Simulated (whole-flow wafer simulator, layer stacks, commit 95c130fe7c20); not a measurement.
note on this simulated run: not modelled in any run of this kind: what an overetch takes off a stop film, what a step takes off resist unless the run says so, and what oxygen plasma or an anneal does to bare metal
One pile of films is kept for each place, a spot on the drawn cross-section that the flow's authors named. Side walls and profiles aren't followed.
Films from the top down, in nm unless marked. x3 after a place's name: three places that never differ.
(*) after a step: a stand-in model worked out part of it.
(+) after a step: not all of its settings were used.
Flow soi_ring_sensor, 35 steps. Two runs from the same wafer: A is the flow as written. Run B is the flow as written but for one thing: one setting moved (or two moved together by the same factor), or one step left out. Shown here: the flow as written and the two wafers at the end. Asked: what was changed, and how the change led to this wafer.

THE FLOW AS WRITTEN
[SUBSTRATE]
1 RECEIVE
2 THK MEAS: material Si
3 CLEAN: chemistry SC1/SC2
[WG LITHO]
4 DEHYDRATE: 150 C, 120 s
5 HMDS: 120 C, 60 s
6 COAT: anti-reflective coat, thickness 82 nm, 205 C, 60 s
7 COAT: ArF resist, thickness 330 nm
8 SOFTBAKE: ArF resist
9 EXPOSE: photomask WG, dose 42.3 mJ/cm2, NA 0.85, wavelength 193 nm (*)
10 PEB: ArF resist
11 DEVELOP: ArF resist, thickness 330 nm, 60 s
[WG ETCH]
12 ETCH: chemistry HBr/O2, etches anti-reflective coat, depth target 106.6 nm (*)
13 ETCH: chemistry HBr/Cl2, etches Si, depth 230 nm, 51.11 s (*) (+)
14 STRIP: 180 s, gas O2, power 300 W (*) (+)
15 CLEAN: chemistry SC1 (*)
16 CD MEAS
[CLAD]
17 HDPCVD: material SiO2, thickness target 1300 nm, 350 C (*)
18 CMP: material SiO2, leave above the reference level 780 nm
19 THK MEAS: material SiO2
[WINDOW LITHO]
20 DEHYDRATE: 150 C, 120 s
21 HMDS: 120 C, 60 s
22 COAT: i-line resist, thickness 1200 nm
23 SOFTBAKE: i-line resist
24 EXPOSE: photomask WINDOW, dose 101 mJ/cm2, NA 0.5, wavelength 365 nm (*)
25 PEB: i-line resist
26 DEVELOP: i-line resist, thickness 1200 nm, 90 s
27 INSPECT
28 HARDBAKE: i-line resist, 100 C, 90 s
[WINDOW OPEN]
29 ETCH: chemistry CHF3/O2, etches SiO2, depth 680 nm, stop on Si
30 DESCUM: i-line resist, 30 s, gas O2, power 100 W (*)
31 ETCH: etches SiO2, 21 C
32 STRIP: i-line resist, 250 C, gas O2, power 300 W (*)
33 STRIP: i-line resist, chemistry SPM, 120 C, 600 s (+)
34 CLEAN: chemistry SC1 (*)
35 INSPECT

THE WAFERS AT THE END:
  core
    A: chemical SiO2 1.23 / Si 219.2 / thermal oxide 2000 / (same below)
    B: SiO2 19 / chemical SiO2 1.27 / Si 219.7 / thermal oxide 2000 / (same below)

The cause: step 29, ETCH: depth 299 nm was run, where the flow has depth 680 nm.

How the change led to this, step by step:
  29 ETCH: chemistry CHF3/O2, etches SiO2, depth 680 nm, stop on Si
      core, gap, window: A SiO2 -680 | B SiO2 -299
      field, core_clad, gap_clad: A i-line resist -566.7 | B i-line resist -249.2
  31 ETCH: etches SiO2, 21 C
      core: A SiO2 -100 (all of it), chemical SiO2 -1.27 (all of it) | B SiO2 -462
  32 STRIP: i-line resist, 250 C, gas O2, power 300 W (*)
      core: A chemical SiO2 +1.23 (new film), Si -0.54 | B nothing
      field, core_clad: A i-line resist -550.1 (all of it) | B i-line resist -867.6 (all of it)
